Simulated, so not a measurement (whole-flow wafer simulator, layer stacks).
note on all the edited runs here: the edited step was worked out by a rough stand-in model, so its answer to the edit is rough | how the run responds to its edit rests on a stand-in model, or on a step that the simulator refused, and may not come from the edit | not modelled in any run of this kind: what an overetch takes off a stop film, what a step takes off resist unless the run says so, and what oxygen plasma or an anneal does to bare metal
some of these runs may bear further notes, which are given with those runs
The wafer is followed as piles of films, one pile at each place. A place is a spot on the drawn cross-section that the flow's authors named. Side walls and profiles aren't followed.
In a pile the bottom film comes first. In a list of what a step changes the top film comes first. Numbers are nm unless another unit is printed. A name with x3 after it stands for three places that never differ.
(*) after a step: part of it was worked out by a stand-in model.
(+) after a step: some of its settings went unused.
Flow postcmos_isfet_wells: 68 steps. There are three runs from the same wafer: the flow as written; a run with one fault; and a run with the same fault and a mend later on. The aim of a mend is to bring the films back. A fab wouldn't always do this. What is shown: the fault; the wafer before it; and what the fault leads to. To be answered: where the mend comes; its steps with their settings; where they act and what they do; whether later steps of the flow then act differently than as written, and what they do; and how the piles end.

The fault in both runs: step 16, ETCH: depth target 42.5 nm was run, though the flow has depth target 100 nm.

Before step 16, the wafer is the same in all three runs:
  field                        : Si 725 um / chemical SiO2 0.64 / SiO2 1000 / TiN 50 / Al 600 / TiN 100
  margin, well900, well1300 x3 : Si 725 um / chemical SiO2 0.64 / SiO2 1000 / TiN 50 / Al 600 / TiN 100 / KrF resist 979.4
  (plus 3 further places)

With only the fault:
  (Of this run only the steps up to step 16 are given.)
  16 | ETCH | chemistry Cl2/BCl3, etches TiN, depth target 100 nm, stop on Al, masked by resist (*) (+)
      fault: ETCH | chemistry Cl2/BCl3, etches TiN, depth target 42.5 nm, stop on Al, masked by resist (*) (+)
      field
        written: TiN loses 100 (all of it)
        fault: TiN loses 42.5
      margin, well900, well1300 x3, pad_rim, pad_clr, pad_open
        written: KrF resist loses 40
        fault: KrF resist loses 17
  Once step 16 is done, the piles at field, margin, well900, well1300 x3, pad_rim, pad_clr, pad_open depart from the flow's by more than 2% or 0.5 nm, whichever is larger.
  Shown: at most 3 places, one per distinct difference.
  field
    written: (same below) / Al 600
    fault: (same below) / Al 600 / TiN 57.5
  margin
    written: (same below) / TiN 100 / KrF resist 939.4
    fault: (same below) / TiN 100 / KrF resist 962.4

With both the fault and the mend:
  After step 16 comes the mend.
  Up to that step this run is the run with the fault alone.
  16a | ETCH | chemistry Cl2/BCl3, etches TiN, depth target 57.5 nm, stop on Al, masked by resist (the flow's step 16, run once more with other settings)
      margin, well900, well1300 x3, pad_rim, pad_clr, pad_open
        KrF resist loses 23
      field
        TiN loses 57.5 (all of it)
  None of the later steps of the flow acts differently than as written at any place that is followed.
  By the end, the piles equal the flow's at every place that both follow.
